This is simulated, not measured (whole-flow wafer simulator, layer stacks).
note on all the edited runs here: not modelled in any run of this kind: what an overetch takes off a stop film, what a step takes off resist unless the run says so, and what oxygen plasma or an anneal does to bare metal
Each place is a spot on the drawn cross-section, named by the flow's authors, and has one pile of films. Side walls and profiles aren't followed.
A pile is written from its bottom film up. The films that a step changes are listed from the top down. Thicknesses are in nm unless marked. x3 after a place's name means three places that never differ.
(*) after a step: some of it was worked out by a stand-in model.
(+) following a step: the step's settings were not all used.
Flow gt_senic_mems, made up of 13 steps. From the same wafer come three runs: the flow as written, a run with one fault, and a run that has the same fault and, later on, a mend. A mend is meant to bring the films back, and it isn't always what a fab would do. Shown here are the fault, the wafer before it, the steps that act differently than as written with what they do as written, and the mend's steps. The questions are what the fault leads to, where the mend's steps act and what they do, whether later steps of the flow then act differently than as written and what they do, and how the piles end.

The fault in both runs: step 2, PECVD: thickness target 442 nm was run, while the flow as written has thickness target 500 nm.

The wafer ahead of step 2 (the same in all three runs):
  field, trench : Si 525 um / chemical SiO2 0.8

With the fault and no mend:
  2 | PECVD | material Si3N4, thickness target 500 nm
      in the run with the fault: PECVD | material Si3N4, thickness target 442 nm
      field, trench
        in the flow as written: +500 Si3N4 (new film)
        in the run with the fault: +442 Si3N4 (new film)
  Steps further on in the flow that do not act as written (1 other step is not shown; it differs only slightly, by no more than 2% or 0.5 nm, whichever is larger):
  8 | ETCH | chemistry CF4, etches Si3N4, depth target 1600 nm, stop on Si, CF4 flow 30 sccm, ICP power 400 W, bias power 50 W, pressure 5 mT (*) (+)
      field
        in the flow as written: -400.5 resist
        in the run with the fault: -361.9 resist
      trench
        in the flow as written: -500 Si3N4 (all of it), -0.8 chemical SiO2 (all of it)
        in the run with the fault: -442 Si3N4 (all of it), -0.8 chemical SiO2 (all of it)
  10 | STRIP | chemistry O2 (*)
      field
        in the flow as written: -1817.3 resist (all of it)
        in the run with the fault: -1856 resist (all of it)
  By the end, the piles at field depart from the flow's by more than 2% or 0.5 nm, whichever is larger.
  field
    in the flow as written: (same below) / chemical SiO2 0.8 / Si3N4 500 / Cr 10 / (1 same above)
    in the run with the fault: (same below) / chemical SiO2 0.8 / Si3N4 442 / Cr 10 / (1 same above)

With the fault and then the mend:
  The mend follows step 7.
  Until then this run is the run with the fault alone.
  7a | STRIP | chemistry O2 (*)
      field
        -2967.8 resist (all of it)
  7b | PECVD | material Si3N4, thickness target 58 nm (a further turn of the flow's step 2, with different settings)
      field, trench
        +58 Si3N4
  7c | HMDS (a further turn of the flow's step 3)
      alters no film at any place that is followed
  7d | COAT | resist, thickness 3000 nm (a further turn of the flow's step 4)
      field, trench
        +3000 resist (new film)
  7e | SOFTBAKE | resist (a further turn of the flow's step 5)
      alters no film at any place that is followed
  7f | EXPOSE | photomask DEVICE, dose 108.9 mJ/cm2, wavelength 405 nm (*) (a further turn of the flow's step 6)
      alters no film at any place that is followed
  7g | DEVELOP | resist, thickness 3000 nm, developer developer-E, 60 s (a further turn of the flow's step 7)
      field
        -32.2 resist
      trench
        -3000 resist (all of it)
  Every later step of the flow that is run acts as written at every place that is followed.
  The piles end the same as the flow's at every place that both follow.
